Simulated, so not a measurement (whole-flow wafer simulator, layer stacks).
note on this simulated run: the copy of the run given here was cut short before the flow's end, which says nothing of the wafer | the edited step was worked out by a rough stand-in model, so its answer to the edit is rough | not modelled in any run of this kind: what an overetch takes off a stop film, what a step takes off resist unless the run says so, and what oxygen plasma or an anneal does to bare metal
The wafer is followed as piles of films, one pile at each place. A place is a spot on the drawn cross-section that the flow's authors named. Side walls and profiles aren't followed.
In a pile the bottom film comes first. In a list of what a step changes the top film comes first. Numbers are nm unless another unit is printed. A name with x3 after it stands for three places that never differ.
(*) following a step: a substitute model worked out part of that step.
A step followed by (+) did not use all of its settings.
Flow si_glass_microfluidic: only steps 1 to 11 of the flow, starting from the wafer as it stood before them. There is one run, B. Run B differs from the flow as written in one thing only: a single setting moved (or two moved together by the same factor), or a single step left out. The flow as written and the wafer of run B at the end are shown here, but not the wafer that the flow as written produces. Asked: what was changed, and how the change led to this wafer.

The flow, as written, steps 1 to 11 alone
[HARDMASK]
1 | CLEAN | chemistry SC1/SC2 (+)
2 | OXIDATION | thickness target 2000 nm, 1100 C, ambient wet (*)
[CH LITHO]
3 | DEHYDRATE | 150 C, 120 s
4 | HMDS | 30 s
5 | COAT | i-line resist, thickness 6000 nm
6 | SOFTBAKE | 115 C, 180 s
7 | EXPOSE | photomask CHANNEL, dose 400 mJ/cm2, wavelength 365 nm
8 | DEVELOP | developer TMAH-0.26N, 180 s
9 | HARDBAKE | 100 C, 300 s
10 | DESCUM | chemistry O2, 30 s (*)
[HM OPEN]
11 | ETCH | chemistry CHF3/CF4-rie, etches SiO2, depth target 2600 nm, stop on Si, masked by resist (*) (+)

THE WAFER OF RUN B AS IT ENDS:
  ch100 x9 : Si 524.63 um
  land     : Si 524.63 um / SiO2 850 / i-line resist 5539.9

Cause: step 2, OXIDATION: thickness target 850 nm was run, whereas the flow has thickness target 2000 nm.
One can read it off the wafer: land has SiO2 850, and step 2 as written asks for 2000 nm.

The path from the change to this, step by step:
  2 | OXIDATION | thickness target 2000 nm, 1100 C, ambient wet (*)
      land, ch100 x9: +850 SiO2 (new film), -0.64 chemical SiO2 (all of it), -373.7 Si (it would be, as written: +2000 SiO2 (new film), -0.64 chemical SiO2 (all of it), -879.7 Si)
  11 | ETCH | chemistry CHF3/CF4-rie, etches SiO2, depth target 2600 nm, stop on Si, masked by resist (*) (+)
      ch100 x9: -850 SiO2 (all of it) (it would be, as written: -2000 SiO2 (all of it))
      land: -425 i-line resist (it would be, as written: -866.7 i-line resist)
